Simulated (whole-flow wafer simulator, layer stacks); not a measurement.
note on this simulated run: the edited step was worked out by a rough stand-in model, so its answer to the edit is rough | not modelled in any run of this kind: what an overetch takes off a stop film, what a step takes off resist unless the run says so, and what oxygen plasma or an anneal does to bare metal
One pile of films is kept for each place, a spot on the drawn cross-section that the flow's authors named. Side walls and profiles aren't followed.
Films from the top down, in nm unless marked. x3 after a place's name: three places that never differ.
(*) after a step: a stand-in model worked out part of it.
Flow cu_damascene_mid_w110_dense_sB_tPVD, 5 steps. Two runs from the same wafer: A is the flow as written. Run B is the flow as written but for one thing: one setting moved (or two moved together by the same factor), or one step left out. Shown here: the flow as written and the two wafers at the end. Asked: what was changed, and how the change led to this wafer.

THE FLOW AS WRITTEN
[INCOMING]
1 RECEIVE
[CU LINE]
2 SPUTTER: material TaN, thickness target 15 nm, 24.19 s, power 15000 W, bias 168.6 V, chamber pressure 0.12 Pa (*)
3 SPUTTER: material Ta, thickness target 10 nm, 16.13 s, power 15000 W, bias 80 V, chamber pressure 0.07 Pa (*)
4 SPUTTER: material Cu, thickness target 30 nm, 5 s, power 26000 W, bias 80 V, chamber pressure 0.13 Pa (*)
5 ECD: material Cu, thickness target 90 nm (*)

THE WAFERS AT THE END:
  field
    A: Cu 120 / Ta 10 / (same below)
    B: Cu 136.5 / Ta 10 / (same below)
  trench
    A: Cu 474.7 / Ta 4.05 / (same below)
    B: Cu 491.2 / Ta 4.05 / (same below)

The cause: step 4, SPUTTER: 7.75 s was run, where the flow has 5 s.

How the change led to this, step by step:
  4 SPUTTER: material Cu, thickness target 30 nm, 5 s, power 26000 W, bias 80 V, chamber pressure 0.13 Pa (*)
      field: A Cu +30 (new film) | B Cu +46.5 (new film)
      trench: A Cu +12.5 (new film) | B Cu +19.3 (new film)
  5 ECD: material Cu, thickness target 90 nm (*)
      trench: A Cu +462.2 | B Cu +471.9
